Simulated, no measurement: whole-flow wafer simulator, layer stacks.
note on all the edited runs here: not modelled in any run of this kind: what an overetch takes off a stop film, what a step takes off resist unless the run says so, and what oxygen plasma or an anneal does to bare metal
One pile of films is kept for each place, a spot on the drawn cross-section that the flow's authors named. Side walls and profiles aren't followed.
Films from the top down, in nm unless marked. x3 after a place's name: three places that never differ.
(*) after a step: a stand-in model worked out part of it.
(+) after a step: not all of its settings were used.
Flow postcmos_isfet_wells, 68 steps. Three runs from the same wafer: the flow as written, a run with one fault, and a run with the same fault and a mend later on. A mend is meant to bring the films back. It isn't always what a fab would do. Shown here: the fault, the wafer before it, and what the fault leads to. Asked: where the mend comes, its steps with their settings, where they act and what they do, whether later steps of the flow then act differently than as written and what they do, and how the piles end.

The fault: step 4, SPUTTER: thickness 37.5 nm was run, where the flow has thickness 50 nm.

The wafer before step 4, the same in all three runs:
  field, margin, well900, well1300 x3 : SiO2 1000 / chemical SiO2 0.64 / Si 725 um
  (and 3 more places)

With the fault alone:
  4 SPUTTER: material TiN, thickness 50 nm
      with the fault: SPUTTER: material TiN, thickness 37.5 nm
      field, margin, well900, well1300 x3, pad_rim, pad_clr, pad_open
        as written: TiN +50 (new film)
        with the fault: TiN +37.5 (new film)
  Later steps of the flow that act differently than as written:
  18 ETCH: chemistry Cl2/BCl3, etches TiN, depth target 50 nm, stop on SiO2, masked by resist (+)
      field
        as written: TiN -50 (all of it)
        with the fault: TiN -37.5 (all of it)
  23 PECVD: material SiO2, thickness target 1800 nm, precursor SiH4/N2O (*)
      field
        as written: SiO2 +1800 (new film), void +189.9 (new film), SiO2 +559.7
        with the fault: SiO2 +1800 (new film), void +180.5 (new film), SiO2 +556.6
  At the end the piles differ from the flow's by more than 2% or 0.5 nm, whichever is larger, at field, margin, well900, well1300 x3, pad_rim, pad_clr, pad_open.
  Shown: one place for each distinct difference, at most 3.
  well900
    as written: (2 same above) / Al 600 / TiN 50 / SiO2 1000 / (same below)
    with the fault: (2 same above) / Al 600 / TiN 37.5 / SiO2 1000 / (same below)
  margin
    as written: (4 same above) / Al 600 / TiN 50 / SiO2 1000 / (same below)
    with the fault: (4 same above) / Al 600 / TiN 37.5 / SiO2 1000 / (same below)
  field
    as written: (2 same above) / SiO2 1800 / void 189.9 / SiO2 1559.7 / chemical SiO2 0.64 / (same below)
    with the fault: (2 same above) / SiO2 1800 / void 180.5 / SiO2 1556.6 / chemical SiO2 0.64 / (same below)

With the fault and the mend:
  The mend comes after step 4.
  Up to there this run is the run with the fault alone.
  4a SPUTTER: material TiN, thickness 12.5 nm (the flow's step 4 once more, with other settings)
      field, margin, well900, well1300 x3, pad_rim, pad_clr, pad_open
        TiN +12.5
  No later step of the flow acts differently than as written at any place that is followed.
  At the end the piles are the same as the flow's at every place that both follow.
